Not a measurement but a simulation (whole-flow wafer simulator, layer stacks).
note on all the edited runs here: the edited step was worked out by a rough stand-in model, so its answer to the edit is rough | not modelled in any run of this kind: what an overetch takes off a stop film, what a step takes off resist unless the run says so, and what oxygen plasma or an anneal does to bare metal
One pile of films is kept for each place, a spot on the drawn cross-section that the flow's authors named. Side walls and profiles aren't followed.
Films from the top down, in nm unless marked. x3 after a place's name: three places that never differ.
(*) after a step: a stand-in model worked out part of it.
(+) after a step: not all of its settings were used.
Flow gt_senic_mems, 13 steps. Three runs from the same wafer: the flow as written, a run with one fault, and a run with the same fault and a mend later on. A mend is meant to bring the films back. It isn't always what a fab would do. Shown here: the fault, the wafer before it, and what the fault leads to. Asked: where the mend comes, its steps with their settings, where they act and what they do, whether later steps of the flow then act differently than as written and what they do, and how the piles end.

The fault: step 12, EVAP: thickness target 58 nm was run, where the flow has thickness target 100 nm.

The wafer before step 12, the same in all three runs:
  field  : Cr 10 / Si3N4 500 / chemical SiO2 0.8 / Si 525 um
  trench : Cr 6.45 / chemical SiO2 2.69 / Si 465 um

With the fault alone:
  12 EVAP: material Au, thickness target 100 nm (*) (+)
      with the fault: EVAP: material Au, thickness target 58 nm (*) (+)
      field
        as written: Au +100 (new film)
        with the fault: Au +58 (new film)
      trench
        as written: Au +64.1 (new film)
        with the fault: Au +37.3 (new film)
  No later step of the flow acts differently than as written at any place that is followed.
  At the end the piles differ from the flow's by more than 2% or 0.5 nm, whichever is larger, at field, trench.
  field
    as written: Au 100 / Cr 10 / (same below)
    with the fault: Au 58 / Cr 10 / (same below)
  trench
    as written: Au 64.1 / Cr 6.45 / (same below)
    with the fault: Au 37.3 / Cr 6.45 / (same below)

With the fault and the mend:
  The mend comes after step 13.
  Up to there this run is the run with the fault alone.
  13a EVAP: material Au, thickness target 42 nm (*) (+) (the flow's step 12 once more, with other settings)
      field
        Au +42
      trench
        Au +27
  No later step of the flow acts differently than as written at any place that is followed.
  At the end the piles differ from the flow's only slightly at the places that both follow, by at most 2% or 0.5 nm, whichever is larger.
